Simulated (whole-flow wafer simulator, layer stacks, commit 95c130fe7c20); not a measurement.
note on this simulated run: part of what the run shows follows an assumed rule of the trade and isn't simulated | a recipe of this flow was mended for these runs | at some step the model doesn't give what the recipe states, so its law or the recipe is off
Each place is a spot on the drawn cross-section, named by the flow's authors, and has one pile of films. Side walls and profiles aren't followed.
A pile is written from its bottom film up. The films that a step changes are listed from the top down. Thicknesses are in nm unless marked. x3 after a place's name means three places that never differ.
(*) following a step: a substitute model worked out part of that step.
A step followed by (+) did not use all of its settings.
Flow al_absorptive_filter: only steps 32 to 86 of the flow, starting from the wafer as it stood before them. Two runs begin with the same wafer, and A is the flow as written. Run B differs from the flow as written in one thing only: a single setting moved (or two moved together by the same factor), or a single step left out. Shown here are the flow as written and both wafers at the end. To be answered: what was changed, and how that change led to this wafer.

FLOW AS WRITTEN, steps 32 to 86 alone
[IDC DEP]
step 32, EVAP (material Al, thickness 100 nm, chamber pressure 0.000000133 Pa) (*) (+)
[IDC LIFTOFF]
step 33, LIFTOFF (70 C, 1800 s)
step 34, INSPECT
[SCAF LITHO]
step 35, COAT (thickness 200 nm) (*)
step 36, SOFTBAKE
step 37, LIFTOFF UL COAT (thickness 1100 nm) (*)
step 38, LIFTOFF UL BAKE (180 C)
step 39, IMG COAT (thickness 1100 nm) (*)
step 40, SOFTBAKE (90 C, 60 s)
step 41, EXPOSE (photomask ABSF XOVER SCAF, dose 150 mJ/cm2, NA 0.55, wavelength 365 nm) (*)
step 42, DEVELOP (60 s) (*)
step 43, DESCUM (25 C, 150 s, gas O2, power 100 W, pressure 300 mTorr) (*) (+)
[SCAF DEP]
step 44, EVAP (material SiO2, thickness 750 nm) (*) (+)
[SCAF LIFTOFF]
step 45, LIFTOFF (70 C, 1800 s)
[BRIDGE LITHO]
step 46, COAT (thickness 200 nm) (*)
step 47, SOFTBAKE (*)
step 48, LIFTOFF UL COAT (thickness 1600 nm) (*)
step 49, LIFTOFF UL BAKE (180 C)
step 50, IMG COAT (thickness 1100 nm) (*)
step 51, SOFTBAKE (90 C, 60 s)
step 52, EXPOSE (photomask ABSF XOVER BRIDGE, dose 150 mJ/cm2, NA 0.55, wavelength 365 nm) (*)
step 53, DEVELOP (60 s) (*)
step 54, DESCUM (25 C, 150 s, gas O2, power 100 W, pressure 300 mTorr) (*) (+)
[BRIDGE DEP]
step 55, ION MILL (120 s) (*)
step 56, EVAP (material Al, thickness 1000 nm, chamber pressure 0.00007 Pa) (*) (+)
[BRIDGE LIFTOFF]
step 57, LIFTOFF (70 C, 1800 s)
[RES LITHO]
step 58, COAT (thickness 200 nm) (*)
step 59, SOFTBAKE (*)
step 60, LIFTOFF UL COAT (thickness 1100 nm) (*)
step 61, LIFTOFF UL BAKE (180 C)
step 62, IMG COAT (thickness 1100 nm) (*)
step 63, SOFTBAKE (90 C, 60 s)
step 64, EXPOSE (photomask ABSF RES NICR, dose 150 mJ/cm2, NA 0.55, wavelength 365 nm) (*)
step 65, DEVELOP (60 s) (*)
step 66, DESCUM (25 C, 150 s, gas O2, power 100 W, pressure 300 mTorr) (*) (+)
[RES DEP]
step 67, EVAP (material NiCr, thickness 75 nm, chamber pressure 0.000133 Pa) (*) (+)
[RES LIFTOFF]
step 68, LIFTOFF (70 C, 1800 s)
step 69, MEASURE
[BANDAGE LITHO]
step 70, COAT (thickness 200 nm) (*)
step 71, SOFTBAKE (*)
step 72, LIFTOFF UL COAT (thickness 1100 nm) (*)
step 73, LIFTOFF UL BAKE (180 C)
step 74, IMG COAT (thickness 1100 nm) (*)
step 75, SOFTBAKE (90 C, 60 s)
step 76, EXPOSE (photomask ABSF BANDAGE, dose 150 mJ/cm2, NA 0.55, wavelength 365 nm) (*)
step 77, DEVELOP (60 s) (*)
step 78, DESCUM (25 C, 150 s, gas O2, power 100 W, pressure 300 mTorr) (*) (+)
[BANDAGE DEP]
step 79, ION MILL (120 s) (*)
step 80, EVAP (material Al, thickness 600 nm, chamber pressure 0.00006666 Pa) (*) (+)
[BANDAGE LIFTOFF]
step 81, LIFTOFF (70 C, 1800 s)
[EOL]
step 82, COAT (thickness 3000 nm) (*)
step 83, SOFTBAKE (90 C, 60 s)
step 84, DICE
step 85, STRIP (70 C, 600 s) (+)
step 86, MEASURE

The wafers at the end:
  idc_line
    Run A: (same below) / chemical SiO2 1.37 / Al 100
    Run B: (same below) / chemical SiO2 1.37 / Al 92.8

What caused this: step 32, EVAP: thickness 92.8 nm was run, though the flow has thickness 100 nm.
The wafer itself shows it: idc_line has Al 92.8, and step 32 as written asks for 100 nm.

How this came from the change, step by step:
  step 32, EVAP (material Al, thickness 100 nm, chamber pressure 0.000000133 Pa) (*) (+)
      gnd, pad_far, pad_near and 11 more: A +100 Al (new film) | B +92.8 Al (new film)
  step 33, LIFTOFF (70 C, 1800 s)
      gnd, xa_field, xa_margin, xa_strip, xl_land, idc_field, idc_space: A -100 Al (all of it), -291 e-beam-resist (all of it) | B -92.8 Al (all of it), -291 e-beam-resist (all of it)
      pad_far: A -100 Al (all of it), -287 e-beam-resist (all of it) | B -92.8 Al (all of it), -287 e-beam-resist (all of it)
      (and at 5 other places as well)
  step 35, COAT (thickness 200 nm) (*)
      idc_line: A +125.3 acrylic-e-beam-resist (new film) | B +130.2 acrylic-e-beam-resist (new film)
  step 45, LIFTOFF (70 C, 1800 s)
      idc_line: A -750 SiO2 (all of it), -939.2 i-line-resist (all of it), -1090 lift-off-underlayer (all of it), -125.3 acrylic-e-beam-resist (all of it) | B -750 SiO2 (all of it), -939.2 i-line-resist (all of it), -1090.9 lift-off-underlayer (all of it), -130.2 acrylic-e-beam-resist (all of it)
  step 46, COAT (thickness 200 nm) (*)
      idc_line: A +129.8 acrylic-e-beam-resist (new film) | B +134.3 acrylic-e-beam-resist (new film)
  step 57, LIFTOFF (70 C, 1800 s)
      idc_line: A -1000 Al (all of it), -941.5 i-line-resist (all of it), -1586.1 lift-off-underlayer (all of it), -129.8 acrylic-e-beam-resist (all of it) | B -1000 Al (all of it), -941.6 i-line-resist (all of it), -1587.5 lift-off-underlayer (all of it), -134.3 acrylic-e-beam-resist (all of it)
  step 58, COAT (thickness 200 nm) (*)
      idc_line: A +129.8 acrylic-e-beam-resist (new film) | B +134.3 acrylic-e-beam-resist (new film)
  step 68, LIFTOFF (70 C, 1800 s)
      idc_line: A -75 NiCr (all of it), -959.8 i-line-resist (all of it), -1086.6 lift-off-underlayer (all of it), -129.8 acrylic-e-beam-resist (all of it) | B -75 NiCr (all of it), -959.9 i-line-resist (all of it), -1088 lift-off-underlayer (all of it), -134.3 acrylic-e-beam-resist (all of it)
  step 70, COAT (thickness 200 nm) (*)
      idc_line: A +129.8 acrylic-e-beam-resist (new film) | B +134.3 acrylic-e-beam-resist (new film)
  step 81, LIFTOFF (70 C, 1800 s)
      idc_line: A -600 Al (all of it), -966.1 i-line-resist (all of it), -1086.6 lift-off-underlayer (all of it), -129.8 acrylic-e-beam-resist (all of it) | B -600 Al (all of it), -966.2 i-line-resist (all of it), -1088 lift-off-underlayer (all of it), -134.3 acrylic-e-beam-resist (all of it)
